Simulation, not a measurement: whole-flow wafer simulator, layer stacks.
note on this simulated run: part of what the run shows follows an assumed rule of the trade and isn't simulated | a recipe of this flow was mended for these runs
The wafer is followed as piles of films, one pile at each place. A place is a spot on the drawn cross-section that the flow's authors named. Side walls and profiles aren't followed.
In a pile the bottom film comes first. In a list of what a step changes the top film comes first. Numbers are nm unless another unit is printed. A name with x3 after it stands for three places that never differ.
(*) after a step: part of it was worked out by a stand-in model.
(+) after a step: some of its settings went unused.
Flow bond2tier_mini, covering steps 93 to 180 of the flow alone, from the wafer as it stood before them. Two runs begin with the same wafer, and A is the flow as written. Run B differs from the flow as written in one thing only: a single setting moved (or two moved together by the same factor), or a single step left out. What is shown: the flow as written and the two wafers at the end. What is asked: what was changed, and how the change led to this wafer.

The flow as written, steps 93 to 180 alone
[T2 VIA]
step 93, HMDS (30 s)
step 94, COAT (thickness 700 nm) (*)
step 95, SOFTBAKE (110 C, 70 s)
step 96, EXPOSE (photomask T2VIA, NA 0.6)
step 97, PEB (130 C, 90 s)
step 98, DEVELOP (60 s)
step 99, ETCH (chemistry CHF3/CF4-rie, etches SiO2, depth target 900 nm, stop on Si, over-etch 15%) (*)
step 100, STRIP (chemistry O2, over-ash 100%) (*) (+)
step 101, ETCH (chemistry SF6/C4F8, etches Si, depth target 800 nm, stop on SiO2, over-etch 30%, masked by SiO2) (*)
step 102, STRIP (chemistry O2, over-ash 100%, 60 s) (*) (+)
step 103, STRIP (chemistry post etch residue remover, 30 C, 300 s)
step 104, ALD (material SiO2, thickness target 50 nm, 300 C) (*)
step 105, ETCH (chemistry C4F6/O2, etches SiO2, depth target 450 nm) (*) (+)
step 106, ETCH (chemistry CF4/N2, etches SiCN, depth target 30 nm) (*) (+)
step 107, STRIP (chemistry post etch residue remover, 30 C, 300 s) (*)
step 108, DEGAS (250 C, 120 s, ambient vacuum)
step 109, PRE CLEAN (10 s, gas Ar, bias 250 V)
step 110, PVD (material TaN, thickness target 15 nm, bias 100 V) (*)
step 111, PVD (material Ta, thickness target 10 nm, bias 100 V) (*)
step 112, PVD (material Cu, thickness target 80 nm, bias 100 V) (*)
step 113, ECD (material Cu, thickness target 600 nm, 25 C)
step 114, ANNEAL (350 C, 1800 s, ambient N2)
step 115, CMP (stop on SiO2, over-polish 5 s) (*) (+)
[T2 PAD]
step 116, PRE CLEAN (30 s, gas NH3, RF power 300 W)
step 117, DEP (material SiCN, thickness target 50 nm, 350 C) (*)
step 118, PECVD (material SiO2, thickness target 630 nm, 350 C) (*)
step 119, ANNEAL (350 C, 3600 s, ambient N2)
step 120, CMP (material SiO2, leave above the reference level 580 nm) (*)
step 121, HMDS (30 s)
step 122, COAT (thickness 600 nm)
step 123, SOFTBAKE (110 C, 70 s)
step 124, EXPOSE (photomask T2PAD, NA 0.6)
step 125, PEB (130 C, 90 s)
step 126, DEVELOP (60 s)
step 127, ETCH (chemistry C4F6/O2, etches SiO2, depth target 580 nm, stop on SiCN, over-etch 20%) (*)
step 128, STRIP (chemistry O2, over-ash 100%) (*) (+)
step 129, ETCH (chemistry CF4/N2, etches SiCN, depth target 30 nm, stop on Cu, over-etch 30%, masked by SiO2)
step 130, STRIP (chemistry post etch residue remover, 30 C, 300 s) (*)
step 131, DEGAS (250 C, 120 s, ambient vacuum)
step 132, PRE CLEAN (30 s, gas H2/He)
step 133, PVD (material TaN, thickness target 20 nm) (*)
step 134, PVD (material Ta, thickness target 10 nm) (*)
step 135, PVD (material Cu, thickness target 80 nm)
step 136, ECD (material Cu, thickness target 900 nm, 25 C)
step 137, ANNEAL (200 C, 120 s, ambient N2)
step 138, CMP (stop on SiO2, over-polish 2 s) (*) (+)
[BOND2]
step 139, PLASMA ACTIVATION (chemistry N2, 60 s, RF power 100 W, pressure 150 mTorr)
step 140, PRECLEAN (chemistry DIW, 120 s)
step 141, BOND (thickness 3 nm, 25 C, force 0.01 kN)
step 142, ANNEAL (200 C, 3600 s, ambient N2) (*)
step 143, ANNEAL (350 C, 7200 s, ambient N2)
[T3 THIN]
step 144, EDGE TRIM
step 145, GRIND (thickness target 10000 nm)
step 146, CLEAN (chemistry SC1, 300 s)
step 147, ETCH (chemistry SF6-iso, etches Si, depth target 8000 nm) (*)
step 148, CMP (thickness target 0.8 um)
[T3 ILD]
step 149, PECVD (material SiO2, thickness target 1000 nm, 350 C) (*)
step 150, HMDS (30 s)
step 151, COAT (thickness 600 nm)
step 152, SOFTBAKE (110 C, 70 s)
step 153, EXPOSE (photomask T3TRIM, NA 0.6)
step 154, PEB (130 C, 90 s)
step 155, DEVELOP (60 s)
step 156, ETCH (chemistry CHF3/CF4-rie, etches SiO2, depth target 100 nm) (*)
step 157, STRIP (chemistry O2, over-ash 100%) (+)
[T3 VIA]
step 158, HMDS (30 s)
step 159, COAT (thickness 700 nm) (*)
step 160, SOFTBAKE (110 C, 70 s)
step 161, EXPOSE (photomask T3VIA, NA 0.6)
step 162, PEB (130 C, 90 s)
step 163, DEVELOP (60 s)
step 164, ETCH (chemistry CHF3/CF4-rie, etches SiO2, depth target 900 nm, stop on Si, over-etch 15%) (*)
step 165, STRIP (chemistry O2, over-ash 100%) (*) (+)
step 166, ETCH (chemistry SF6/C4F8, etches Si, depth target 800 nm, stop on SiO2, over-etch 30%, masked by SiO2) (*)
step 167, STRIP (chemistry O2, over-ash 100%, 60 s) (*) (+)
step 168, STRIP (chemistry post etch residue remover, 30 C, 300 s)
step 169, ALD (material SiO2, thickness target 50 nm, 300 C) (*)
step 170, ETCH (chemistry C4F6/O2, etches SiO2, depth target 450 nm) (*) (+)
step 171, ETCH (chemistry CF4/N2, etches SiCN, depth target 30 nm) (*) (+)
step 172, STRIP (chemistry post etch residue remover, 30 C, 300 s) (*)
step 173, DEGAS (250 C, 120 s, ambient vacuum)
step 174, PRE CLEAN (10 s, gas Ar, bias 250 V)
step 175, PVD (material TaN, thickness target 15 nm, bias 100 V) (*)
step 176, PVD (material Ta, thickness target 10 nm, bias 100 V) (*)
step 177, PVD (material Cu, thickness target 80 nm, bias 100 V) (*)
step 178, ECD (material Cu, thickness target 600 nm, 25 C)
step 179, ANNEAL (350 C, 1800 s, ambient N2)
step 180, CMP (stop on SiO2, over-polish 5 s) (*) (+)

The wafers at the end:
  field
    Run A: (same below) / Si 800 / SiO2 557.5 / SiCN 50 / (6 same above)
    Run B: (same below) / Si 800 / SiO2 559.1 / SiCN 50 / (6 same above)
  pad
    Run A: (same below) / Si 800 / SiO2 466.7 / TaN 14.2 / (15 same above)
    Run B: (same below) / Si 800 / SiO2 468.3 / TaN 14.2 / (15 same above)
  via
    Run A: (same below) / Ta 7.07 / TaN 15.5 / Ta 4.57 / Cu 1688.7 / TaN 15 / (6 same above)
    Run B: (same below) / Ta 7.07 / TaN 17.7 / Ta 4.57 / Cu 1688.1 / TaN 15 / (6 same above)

What caused this: step 109, PRE CLEAN: bias 100 V was run, whereas the flow has bias 250 V.

How this came from the change, step by step:
  step 109, PRE CLEAN (10 s, gas Ar, bias 250 V)
      field, pad: A SiO2 loses 3 | B SiO2 loses 1.44
      via: A TaN loses 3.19 | B TaN loses 0.98
